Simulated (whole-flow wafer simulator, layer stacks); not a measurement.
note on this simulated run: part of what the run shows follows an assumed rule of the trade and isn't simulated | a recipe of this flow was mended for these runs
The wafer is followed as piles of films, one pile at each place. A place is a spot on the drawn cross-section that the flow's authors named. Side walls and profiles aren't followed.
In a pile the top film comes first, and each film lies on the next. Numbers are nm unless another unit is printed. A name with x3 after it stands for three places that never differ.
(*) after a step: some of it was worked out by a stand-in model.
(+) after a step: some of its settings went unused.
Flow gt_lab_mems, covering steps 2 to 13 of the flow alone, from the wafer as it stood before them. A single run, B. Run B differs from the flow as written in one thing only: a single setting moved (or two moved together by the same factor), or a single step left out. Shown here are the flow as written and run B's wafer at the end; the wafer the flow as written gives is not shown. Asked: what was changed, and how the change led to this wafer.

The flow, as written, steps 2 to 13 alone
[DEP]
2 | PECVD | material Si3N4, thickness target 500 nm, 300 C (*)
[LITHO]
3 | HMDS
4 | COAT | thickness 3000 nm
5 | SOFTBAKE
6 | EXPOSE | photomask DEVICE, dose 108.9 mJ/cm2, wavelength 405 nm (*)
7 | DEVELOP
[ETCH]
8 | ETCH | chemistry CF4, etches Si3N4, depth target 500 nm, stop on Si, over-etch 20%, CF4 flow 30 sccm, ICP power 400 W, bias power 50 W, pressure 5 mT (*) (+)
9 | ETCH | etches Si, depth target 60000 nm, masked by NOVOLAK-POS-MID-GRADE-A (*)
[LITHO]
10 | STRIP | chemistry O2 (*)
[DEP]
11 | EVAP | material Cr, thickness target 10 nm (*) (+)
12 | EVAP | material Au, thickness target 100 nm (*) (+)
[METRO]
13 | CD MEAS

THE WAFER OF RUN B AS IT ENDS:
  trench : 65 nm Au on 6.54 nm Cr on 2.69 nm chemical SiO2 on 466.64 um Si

The reason: step 8, ETCH: depth target 390 nm was run, though the flow has depth target 500 nm.

Step by step, how the change led to this:
  8 | ETCH | chemistry CF4, etches Si3N4, depth target 500 nm, stop on Si, over-etch 20%, CF4 flow 30 sccm, ICP power 400 W, bias power 50 W, pressure 5 mT (*) (+)
      trench: Si3N4 loses 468 (in the flow as written it would be: Si3N4 loses 500 (all of it), chemical SiO2 loses 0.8 (all of it), Si loses 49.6)
      field: g/i-line-resist loses 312 (in the flow as written it would be: g/i-line-resist loses 400)
  9 | ETCH | etches Si, depth target 60000 nm, masked by NOVOLAK-POS-MID-GRADE-A (*)
      trench: Si3N4 loses 32 (all of it), chemical SiO2 loses 0.8 (all of it), Si loses 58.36 um (in the flow as written it would be: Si loses 59.96 um)
  10 | STRIP | chemistry O2 (*)
      field: g/i-line-resist loses 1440 (all of it) (in the flow as written it would be: g/i-line-resist loses 1352 (all of it))
